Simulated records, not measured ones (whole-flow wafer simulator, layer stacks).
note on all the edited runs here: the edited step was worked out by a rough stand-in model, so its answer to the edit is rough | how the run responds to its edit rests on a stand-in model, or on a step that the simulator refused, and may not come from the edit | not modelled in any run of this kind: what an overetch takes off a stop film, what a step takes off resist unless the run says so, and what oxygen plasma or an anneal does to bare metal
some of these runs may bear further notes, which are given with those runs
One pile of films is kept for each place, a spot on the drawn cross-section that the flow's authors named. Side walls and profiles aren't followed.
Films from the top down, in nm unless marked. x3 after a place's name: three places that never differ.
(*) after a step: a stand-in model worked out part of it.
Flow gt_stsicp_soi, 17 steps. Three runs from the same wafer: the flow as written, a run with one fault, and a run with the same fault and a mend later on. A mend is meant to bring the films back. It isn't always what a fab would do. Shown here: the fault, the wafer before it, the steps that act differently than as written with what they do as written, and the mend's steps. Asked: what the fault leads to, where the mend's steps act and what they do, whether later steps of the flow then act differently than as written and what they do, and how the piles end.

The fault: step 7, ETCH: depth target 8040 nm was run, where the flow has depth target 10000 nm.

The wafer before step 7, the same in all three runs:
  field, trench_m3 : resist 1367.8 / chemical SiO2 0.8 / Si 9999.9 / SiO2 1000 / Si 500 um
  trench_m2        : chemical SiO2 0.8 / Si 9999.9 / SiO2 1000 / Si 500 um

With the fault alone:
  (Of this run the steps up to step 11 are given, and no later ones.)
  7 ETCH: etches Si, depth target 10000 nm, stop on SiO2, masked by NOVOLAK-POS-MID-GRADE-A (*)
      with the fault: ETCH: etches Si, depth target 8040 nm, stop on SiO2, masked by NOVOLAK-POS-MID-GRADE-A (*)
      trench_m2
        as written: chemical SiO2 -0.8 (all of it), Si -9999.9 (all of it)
        with the fault: chemical SiO2 -0.8 (all of it), Si -8040
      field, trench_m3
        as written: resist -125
        with the fault: resist -100.5
  Later steps of the flow that act differently than as written:
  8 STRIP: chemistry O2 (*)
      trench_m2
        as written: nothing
        with the fault: chemical SiO2 +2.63 (new film), Si -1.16
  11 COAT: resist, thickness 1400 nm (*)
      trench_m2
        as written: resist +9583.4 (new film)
        with the fault: resist +8028.2 (new film)
  After step 11 the piles differ from the flow's by more than 2% or 0.5 nm, whichever is larger, at trench_m2.
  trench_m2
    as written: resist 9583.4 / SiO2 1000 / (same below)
    with the fault: resist 8028.2 / chemical SiO2 2.63 / Si 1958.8 / SiO2 1000 / (same below)

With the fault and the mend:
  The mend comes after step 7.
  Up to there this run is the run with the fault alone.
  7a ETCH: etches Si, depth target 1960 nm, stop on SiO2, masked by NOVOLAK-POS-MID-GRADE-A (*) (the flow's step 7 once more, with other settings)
      field, trench_m3
        resist -24.5
      trench_m2
        Si -1959.9 (all of it)
  No later step of the flow acts differently than as written at any place that is followed.
  At the end the piles are the same as the flow's at every place that both follow.
